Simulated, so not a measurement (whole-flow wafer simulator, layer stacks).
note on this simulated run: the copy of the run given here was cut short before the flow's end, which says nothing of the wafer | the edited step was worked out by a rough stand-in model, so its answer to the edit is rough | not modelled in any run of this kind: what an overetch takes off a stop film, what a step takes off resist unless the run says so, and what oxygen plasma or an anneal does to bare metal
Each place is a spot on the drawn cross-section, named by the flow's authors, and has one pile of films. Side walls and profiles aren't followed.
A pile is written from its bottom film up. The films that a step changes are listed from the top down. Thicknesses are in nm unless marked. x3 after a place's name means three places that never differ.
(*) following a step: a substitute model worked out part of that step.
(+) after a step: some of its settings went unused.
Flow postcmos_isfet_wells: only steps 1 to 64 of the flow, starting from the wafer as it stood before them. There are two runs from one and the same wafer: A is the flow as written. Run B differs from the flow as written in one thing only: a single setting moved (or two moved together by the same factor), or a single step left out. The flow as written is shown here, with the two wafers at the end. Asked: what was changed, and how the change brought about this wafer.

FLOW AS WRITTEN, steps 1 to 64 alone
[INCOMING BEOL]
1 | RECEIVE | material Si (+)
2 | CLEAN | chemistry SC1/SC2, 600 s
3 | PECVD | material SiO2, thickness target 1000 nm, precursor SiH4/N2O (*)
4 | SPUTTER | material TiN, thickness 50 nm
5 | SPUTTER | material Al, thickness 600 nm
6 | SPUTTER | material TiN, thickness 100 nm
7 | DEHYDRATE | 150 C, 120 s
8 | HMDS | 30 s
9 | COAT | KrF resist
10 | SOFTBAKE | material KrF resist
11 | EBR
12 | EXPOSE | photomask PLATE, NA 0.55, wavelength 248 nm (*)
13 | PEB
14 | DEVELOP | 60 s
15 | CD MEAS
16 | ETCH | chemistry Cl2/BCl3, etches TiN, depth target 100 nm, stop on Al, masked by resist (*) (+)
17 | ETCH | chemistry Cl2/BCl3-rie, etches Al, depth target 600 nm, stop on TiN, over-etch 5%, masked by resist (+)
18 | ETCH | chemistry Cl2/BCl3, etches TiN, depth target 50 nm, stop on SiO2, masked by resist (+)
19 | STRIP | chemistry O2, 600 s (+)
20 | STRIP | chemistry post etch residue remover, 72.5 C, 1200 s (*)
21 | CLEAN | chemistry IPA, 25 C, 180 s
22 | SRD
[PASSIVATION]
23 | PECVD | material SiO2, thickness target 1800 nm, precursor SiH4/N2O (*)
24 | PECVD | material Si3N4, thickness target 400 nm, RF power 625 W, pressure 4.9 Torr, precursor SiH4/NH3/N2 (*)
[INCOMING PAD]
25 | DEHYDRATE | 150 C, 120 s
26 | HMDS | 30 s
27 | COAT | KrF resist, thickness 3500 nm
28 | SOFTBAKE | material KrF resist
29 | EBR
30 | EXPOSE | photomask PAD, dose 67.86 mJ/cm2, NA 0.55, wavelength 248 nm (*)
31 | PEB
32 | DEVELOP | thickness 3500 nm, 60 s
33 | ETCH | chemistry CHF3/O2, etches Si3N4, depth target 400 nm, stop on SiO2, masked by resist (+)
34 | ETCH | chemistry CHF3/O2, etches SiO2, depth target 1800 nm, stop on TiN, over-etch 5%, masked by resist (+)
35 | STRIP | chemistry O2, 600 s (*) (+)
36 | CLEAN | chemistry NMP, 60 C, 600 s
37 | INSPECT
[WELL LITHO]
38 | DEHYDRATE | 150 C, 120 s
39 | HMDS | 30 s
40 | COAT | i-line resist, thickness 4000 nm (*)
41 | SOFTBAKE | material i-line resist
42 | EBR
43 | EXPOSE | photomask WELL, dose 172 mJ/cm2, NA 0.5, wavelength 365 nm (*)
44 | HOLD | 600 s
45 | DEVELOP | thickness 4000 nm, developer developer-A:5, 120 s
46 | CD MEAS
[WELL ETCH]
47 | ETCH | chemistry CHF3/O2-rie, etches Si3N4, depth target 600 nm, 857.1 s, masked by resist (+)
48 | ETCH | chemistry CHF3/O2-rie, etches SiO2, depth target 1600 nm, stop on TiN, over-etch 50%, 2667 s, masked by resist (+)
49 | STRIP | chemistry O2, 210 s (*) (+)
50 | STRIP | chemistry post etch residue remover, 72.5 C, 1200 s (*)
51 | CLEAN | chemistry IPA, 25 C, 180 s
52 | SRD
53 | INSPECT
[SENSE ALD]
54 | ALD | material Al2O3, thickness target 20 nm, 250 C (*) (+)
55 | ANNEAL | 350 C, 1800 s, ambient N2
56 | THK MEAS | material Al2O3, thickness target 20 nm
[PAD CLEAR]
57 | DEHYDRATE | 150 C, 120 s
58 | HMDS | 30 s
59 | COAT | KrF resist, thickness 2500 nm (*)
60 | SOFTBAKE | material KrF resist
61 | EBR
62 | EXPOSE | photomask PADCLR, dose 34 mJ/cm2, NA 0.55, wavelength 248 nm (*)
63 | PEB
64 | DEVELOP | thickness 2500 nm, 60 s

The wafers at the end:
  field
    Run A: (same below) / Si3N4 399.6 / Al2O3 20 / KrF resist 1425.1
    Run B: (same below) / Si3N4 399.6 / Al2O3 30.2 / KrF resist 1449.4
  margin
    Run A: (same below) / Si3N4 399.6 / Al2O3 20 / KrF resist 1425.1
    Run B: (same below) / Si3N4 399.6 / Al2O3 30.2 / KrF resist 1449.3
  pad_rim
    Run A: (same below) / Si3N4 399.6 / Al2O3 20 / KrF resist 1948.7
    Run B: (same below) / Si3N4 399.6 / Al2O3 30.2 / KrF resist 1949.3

Cause: step 54, ALD: thickness target 30.2 nm was run, whereas the flow has thickness target 20 nm.
The wafer itself shows it: field has Al2O3 30.2, and step 54 as written asks for 20 nm.

The path from the change to this, step by step:
  54 | ALD | material Al2O3, thickness target 20 nm, 250 C (*) (+)
      field, margin, well900, well1300 x3, pad_rim, pad_clr, pad_open: A +20 Al2O3 (new film) | B +30.2 Al2O3 (new film)
